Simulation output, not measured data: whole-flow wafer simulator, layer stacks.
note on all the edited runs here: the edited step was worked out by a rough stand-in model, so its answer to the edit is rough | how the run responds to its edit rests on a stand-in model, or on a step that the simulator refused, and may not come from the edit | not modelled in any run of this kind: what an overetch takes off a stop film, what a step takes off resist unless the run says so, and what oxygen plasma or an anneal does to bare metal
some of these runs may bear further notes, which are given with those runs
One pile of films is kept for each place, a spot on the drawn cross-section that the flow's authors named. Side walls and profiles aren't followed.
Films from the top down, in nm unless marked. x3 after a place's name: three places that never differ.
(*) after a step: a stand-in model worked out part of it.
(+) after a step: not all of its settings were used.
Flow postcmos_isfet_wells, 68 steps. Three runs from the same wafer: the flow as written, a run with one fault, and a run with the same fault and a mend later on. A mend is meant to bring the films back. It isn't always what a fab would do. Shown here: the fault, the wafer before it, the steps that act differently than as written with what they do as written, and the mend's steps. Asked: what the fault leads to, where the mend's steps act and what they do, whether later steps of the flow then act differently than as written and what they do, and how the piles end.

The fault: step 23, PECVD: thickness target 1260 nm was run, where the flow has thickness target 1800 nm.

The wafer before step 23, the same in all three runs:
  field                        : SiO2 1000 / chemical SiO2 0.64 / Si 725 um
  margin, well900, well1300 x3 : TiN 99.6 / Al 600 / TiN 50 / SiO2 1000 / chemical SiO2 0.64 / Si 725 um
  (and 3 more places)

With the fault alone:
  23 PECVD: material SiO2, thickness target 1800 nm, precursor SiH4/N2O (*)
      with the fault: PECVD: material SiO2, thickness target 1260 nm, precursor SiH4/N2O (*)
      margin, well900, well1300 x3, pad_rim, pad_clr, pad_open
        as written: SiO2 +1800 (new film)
        with the fault: SiO2 +1260 (new film)
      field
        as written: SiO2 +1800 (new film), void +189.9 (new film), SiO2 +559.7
        with the fault: SiO2 +1260 (new film), void +190.1 (new film), SiO2 +559.5
  Later steps of the flow that act differently than as written (1 more step differs only slightly, by at most 2% or 0.5 nm, whichever is larger, and isn't shown):
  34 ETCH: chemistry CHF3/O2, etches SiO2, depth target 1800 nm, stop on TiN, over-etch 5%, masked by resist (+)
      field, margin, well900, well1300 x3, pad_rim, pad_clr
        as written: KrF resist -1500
        with the fault: KrF resist -1102.5
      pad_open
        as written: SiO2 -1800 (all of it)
        with the fault: SiO2 -1260 (all of it)
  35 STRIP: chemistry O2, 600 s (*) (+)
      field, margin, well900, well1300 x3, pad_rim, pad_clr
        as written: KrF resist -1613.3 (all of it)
        with the fault: KrF resist -2010.8 (all of it)
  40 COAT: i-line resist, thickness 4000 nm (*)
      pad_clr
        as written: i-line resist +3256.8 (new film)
        with the fault: i-line resist +3427.9 (new film)
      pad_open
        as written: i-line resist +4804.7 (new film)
        with the fault: i-line resist +4610.1 (new film)
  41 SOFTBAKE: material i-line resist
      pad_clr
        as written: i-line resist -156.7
        with the fault: i-line resist -105.2
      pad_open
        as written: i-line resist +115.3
        with the fault: i-line resist +90.3
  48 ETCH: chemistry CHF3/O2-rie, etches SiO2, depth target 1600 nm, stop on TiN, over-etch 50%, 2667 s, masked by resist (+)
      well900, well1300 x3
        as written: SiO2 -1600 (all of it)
        with the fault: SiO2 -1060 (all of it)
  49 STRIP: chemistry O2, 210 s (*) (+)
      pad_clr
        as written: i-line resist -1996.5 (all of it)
        with the fault: i-line resist -2219.1 (all of it)
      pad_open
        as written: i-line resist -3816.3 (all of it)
        with the fault: i-line resist -3596.7 (all of it)
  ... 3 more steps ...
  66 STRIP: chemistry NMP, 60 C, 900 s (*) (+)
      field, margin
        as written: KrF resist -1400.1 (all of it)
        with the fault: KrF resist -1656.2 (all of it)
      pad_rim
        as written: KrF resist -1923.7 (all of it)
        with the fault: KrF resist -2048.8 (all of it)
  At the end the piles differ from the flow's by more than 2% or 0.5 nm, whichever is larger, at field, margin, pad_rim, pad_clr.
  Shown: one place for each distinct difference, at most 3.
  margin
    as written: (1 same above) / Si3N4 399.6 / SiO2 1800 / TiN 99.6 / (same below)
    with the fault: (1 same above) / Si3N4 399.6 / SiO2 1260 / TiN 99.6 / (same below)
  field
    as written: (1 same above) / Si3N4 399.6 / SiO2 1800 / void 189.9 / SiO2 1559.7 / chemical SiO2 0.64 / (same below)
    with the fault: (1 same above) / Si3N4 399.6 / SiO2 1260 / void 190.1 / SiO2 1559.5 / chemical SiO2 0.64 / (same below)
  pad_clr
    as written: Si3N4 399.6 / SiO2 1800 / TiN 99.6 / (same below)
    with the fault: Si3N4 399.6 / SiO2 1260 / TiN 99.6 / (same below)

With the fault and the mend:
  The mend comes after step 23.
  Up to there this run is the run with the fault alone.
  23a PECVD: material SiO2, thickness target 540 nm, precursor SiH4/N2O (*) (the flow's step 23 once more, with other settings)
      field, margin, well900, well1300 x3, pad_rim, pad_clr, pad_open
        SiO2 +540
  No later step of the flow acts differently than as written at any place that is followed.
  At the end the piles differ from the flow's only slightly at the places that both follow, by at most 2% or 0.5 nm, whichever is larger.
